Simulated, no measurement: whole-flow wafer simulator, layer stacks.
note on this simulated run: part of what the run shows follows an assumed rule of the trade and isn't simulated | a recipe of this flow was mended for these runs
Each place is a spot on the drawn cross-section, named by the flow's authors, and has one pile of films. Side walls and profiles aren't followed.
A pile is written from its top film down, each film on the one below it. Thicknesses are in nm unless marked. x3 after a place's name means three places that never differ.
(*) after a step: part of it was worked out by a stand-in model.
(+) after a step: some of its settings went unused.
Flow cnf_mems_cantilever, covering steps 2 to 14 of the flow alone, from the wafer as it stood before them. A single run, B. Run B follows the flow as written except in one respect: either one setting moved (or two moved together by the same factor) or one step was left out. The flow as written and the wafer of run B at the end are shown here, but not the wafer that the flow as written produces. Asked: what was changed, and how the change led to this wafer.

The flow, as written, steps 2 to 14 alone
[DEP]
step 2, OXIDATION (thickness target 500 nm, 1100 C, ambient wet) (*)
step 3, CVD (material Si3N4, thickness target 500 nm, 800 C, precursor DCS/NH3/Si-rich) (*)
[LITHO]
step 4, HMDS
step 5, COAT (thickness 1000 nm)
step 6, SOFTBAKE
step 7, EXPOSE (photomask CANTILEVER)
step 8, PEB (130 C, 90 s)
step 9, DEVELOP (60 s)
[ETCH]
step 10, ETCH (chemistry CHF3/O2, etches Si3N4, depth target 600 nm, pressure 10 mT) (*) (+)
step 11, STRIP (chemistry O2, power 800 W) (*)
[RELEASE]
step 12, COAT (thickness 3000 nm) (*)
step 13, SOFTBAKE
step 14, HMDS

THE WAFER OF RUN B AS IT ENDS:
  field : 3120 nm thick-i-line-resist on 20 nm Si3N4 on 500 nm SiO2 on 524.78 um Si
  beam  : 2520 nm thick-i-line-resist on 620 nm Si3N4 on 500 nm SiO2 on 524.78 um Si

What caused this: step 3, CVD: thickness target 620 nm was run, while the flow as written has thickness target 500 nm.
The wafer lets one read it off: beam has Si3N4 620, and step 3 as written asks for 500 nm.

Step by step, how the change led to this:
  step 3, CVD (material Si3N4, thickness target 500 nm, 800 C, precursor DCS/NH3/Si-rich) (*)
      field, beam: Si3N4 gains 620 (new film) (in the flow as written it would be: Si3N4 gains 500 (new film))
  step 10, ETCH (chemistry CHF3/O2, etches Si3N4, depth target 600 nm, pressure 10 mT) (*) (+)
      field: Si3N4 loses 600 (in the flow as written it would be: Si3N4 loses 500 (all of it), SiO2 loses 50)
  step 13, SOFTBAKE
      field: thick-i-line-resist gains 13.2 (in the flow as written it would be: thick-i-line-resist gains 11.9)
      beam: thick-i-line-resist loses 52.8 (in the flow as written it would be: thick-i-line-resist loses 47.6)
